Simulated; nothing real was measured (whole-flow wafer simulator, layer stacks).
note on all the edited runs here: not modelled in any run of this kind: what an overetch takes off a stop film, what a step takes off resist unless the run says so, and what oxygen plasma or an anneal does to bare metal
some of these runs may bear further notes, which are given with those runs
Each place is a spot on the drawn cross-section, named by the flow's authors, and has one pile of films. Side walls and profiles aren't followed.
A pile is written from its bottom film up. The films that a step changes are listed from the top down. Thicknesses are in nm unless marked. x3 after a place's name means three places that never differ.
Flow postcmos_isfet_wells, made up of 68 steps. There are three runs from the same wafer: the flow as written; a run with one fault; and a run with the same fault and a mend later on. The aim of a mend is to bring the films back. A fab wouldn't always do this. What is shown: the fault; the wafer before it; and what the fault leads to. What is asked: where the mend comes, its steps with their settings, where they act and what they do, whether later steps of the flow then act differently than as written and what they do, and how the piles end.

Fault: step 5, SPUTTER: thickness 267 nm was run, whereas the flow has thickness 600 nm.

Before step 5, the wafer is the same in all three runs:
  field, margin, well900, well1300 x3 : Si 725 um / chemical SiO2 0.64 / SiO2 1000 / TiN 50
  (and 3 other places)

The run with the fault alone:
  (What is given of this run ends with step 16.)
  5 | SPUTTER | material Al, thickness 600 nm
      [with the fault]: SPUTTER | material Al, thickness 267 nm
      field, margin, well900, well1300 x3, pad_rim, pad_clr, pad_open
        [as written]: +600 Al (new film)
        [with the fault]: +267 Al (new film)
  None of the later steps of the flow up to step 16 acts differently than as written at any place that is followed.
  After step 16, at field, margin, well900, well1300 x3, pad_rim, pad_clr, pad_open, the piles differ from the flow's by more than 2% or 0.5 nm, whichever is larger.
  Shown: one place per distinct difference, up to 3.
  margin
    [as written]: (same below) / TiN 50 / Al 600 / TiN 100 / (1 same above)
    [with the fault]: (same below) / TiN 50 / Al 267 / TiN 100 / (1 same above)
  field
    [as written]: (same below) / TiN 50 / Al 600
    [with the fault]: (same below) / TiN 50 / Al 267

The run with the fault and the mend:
  After step 5 comes the mend.
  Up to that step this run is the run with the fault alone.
  5a | ETCH | chemistry al pan, depth target 307 nm
      field, margin, well900, well1300 x3, pad_rim, pad_clr, pad_open
        -267 Al (all of it)
  5b | SPUTTER | material Al, thickness 600 nm (a further turn of the flow's step 5)
      field, margin, well900, well1300 x3, pad_rim, pad_clr, pad_open
        +600 Al (new film)
  None of the later steps of the flow acts differently than as written at any place that is followed.
  By the end, the piles equal the flow's at every place that both follow.
